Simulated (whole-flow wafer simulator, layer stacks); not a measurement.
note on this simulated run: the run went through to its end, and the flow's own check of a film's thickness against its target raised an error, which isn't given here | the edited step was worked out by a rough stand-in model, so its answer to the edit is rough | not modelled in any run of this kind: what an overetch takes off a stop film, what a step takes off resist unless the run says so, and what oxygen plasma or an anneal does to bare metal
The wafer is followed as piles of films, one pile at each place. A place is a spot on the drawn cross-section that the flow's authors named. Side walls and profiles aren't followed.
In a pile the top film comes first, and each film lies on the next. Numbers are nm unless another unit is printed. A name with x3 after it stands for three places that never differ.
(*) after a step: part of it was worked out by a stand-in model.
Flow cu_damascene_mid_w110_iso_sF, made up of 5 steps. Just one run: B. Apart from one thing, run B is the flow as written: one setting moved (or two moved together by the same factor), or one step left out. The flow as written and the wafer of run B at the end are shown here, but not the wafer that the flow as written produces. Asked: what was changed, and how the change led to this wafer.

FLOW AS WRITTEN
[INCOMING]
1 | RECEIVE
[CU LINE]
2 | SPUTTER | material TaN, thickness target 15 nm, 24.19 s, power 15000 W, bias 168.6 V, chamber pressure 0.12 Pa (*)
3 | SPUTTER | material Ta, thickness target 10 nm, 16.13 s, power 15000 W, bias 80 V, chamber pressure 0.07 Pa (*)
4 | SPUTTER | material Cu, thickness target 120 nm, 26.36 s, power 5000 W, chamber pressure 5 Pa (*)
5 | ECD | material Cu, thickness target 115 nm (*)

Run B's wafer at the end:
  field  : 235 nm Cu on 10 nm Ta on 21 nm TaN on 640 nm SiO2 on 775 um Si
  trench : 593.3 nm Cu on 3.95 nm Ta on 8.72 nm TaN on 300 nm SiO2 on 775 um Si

What caused this: step 2, SPUTTER: thickness target 21 nm was run, while the flow as written has thickness target 15 nm; step 2, SPUTTER: 33.87 s was run, where the flow has 24.19 s.
The wafer itself shows it: field has TaN 21, and step 2 as written asks for 15 nm.

The path from the change to this, step by step:
  2 | SPUTTER | material TaN, thickness target 15 nm, 24.19 s, power 15000 W, bias 168.6 V, chamber pressure 0.12 Pa (*)
      field: TaN gains 21 (new film) (as written it would have been: TaN gains 15 (new film))
      trench: TaN gains 8.72 (new film) (as written it would have been: TaN gains 6.23 (new film))
